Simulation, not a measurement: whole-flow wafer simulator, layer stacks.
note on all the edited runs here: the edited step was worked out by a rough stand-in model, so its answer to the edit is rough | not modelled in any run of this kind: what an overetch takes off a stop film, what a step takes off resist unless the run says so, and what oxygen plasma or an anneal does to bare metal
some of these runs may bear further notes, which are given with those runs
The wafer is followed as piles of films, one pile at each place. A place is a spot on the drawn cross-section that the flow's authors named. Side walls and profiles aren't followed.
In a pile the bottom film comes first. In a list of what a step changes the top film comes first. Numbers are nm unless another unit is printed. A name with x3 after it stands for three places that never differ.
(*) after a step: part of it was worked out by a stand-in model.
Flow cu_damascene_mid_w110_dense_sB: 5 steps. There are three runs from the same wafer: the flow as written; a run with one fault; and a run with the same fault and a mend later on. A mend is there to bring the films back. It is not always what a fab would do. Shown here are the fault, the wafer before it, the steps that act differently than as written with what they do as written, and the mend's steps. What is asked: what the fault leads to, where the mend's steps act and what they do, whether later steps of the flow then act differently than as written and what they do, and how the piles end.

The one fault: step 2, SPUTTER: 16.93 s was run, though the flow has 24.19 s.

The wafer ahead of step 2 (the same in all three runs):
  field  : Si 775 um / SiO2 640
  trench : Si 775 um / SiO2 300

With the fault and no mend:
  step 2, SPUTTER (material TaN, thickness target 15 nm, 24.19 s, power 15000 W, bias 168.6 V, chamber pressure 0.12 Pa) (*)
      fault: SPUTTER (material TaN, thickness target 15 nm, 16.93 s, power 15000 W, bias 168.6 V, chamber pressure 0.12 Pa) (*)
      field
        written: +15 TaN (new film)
        fault: +10.5 TaN (new film)
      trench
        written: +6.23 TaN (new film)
        fault: +4.36 TaN (new film)
  Every later step of the flow that is run acts as written, at every place that is followed, to within 2% or 0.5 nm, whichever is larger.
  By the end, the piles at field, trench depart from the flow's by more than 2% or 0.5 nm, whichever is larger.
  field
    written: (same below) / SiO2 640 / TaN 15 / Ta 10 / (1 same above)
    fault: (same below) / SiO2 640 / TaN 10.5 / Ta 10 / (1 same above)
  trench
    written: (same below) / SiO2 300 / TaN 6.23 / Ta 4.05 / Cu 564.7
    fault: (same below) / SiO2 300 / TaN 4.36 / Ta 4.1 / Cu 562

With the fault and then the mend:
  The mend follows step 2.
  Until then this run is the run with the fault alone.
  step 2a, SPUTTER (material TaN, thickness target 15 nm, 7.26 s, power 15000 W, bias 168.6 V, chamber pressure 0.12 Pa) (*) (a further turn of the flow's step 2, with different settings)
      field
        +4.5 TaN
      trench
        +1.8 TaN
  Every later step of the flow that is run acts as written, at every place that is followed, to within 2% or 0.5 nm, whichever is larger.
  When the end is reached, the piles differ only a little from the flow's at the places that both follow, at most by 2% or 0.5 nm, whichever is larger.
